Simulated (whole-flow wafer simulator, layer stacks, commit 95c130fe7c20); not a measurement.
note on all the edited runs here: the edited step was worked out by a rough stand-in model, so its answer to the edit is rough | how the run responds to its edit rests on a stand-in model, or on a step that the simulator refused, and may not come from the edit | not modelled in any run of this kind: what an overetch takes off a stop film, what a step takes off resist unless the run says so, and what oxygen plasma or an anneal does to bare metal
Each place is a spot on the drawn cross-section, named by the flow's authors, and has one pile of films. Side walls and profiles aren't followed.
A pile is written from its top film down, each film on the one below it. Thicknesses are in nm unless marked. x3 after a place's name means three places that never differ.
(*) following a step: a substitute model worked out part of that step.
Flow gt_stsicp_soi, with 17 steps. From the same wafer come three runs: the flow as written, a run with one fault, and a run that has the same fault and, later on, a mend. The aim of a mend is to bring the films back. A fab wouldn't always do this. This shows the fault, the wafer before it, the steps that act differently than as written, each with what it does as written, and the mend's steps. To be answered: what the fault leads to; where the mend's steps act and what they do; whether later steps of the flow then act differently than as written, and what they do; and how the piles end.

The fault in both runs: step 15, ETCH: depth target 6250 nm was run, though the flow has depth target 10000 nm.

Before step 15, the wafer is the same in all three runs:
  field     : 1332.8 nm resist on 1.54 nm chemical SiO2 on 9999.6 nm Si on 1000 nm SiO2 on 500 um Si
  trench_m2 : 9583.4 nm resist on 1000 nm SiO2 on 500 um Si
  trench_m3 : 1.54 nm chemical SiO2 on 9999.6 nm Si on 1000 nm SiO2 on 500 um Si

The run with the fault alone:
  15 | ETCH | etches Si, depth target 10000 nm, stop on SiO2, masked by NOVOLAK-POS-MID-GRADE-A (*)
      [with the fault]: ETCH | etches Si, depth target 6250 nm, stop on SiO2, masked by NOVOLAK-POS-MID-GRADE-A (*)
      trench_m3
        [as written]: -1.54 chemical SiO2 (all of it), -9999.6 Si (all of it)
        [with the fault]: -1.54 chemical SiO2 (all of it), -6250 Si
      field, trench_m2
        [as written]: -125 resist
        [with the fault]: -78.1 resist
  Steps further on in the flow that do not act as written:
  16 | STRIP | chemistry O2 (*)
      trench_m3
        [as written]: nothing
        [with the fault]: +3 chemical SiO2 (new film), -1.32 Si
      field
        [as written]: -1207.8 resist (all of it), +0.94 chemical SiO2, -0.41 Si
        [with the fault]: -1254.6 resist (all of it), +0.94 chemical SiO2, -0.42 Si
  By the end, the piles at trench_m3 depart from the flow's by more than 2% or 0.5 nm, whichever is larger.
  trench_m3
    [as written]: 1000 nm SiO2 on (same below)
    [with the fault]: 3 nm chemical SiO2 on 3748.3 nm Si on 1000 nm SiO2 on (same below)

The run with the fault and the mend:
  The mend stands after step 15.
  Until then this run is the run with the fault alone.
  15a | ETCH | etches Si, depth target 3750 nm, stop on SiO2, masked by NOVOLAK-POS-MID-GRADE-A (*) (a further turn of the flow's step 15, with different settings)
      field, trench_m2
        -46.9 resist
      trench_m3
        -3749.6 Si (all of it)
  None of the later steps of the flow acts differently than as written at any place that is followed.
  The piles end the same as the flow's at every place that both follow.
